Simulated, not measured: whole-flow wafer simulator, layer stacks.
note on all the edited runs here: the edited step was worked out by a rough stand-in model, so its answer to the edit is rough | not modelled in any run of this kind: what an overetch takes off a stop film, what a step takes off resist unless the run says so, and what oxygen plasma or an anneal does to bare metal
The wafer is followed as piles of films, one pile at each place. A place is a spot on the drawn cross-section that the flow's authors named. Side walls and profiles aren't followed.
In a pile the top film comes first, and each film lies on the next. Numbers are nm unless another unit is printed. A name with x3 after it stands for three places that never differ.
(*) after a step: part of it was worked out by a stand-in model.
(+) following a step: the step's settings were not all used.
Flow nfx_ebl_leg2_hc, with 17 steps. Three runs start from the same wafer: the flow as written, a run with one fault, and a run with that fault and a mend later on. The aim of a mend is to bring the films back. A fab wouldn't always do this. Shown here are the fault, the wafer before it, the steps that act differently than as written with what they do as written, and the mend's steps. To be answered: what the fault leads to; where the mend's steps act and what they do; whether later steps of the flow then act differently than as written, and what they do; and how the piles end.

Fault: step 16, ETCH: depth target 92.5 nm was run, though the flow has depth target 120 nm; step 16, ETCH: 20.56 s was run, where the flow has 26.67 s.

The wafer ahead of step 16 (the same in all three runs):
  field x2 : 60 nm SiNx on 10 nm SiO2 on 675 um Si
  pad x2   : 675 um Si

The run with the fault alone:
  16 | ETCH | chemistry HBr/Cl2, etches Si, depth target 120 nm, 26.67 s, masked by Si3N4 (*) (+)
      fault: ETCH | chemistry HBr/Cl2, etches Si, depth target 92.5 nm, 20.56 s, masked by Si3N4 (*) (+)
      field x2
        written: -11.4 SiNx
        fault: -8.81 SiNx
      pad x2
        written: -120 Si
        fault: -92.5 Si
  None of the later steps of the flow acts differently than as written at any place that is followed.
  At field x2, the piles at the end differ from the flow's by more than 2% or 0.5 nm, whichever is larger.
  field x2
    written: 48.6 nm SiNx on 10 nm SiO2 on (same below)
    fault: 51.2 nm SiNx on 10 nm SiO2 on (same below)

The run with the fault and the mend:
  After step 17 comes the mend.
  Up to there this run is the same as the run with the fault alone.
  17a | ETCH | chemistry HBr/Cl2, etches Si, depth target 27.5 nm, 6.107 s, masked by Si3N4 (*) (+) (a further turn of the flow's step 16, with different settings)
      field x2
        -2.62 SiNx
      pad x2
        -27.5 Si
  None of the later steps of the flow acts differently than as written at any place that is followed.
  At every place that both follow, the piles at the end match the flow's.
